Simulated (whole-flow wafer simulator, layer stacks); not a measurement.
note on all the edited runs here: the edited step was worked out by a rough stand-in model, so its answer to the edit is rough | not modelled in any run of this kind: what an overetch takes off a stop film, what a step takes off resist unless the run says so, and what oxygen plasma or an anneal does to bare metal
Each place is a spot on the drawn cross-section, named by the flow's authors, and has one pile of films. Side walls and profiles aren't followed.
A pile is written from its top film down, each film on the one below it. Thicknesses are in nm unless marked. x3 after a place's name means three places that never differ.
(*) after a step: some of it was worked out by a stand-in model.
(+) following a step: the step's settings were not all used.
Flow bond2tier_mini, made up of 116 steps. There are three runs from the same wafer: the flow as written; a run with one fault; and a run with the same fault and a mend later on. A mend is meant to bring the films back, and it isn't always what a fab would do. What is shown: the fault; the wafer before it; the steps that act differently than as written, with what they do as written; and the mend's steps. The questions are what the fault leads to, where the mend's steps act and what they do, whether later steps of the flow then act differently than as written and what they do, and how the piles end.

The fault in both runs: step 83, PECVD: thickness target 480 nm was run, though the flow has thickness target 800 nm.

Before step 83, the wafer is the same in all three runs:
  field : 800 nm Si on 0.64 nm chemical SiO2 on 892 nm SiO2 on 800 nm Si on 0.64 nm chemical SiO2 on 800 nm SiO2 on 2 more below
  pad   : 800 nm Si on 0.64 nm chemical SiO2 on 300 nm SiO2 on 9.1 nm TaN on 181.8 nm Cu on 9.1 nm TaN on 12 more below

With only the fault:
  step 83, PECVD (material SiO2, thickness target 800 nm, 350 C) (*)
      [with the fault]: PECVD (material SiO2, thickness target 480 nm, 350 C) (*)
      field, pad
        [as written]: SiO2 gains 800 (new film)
        [with the fault]: SiO2 gains 480 (new film)
  Later steps of the flow acting differently than as written:
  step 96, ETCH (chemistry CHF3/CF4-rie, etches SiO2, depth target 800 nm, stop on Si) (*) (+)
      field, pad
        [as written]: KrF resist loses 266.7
        [with the fault]: KrF resist loses 221.5
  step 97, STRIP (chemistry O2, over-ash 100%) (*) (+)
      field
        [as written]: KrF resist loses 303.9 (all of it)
        [with the fault]: KrF resist loses 349.1 (all of it)
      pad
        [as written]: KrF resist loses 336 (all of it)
        [with the fault]: KrF resist loses 381.1 (all of it)
  The piles end different from the flow's at field, pad by more than 2% or 0.5 nm, whichever is larger.
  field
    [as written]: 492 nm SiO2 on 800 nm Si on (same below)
    [with the fault]: 172 nm SiO2 on 800 nm Si on (same below)
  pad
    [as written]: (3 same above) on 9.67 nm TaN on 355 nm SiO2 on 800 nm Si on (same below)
    [with the fault]: (3 same above) on 9.67 nm TaN on 35 nm SiO2 on 800 nm Si on (same below)

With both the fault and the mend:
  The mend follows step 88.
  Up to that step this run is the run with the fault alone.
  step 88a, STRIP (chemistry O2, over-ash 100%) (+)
      field
        KrF resist loses 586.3 (all of it)
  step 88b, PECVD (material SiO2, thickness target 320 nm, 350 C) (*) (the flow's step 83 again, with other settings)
      field, pad
        SiO2 gains 320
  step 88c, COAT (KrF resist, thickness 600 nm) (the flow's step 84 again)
      field, pad
        KrF resist gains 600 (new film)
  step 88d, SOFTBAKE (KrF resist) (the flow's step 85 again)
      does not change any film at any place that is followed
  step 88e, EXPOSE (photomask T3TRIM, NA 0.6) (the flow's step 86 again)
      does not change any film at any place that is followed
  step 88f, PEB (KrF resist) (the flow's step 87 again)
      does not change any film at any place that is followed
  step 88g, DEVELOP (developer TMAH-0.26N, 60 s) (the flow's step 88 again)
      field
        KrF resist loses 13.7
      pad
        KrF resist loses 600 (all of it)
  Every later step of the flow that is run acts as written at every place that is followed.
  At every place that both follow, the piles at the end match the flow's.
